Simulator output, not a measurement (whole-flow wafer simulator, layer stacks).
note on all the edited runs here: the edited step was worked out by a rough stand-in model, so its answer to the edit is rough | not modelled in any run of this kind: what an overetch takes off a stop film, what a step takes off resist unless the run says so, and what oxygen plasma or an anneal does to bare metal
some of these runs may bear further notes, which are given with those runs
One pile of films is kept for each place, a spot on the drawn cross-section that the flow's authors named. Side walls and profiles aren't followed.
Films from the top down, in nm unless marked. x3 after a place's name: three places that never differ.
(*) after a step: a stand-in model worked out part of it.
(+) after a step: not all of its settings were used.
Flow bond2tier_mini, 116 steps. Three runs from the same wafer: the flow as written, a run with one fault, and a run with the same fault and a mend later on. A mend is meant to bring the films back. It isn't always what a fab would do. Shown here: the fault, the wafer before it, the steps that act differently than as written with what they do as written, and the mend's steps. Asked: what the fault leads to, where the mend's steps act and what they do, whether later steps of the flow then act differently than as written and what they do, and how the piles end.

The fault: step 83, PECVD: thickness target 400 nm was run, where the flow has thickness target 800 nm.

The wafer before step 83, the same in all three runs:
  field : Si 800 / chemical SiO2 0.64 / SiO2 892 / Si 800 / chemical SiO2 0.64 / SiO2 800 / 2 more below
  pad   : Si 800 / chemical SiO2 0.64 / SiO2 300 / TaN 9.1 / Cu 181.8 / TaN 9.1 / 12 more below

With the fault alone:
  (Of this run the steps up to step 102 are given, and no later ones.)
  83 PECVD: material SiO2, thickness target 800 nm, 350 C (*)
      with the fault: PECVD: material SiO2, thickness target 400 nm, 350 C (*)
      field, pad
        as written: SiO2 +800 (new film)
        with the fault: SiO2 +400 (new film)
  Later steps of the flow that act differently than as written (1 more step differs only slightly, by at most 2% or 0.5 nm, whichever is larger, and isn't shown):
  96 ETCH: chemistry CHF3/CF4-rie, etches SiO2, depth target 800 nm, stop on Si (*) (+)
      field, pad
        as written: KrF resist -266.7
        with the fault: KrF resist -181.5
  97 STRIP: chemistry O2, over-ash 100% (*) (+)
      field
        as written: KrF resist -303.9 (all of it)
        with the fault: KrF resist -389.1 (all of it)
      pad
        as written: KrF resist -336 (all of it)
        with the fault: KrF resist -421.1 (all of it)
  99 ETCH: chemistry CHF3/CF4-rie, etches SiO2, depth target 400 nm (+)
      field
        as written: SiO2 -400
        with the fault: SiO2 -392 (all of it), Si -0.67
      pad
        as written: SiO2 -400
        with the fault: SiO2 -355 (all of it), Si -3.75
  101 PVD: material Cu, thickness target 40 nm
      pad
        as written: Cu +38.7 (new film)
        with the fault: Cu +40 (new film)
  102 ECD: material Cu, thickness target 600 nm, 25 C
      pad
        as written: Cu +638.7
        with the fault: Cu +603.1
  After step 102 the piles differ from the flow's by more than 2% or 0.5 nm, whichever is larger, at field, pad.
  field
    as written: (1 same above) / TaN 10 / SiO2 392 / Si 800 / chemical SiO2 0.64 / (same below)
    with the fault: (1 same above) / TaN 10 / Si 799.3 / chemical SiO2 0.64 / (same below)
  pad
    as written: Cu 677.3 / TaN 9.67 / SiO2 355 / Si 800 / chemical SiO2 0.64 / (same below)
    with the fault: Cu 643.1 / TaN 10 / Si 796.2 / chemical SiO2 0.64 / (same below)

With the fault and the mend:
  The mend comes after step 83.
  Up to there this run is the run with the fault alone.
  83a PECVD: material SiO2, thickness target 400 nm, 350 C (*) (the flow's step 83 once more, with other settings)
      field, pad
        SiO2 +400
  No later step of the flow acts differently than as written at any place that is followed.
  At the end the piles are the same as the flow's at every place that both follow.
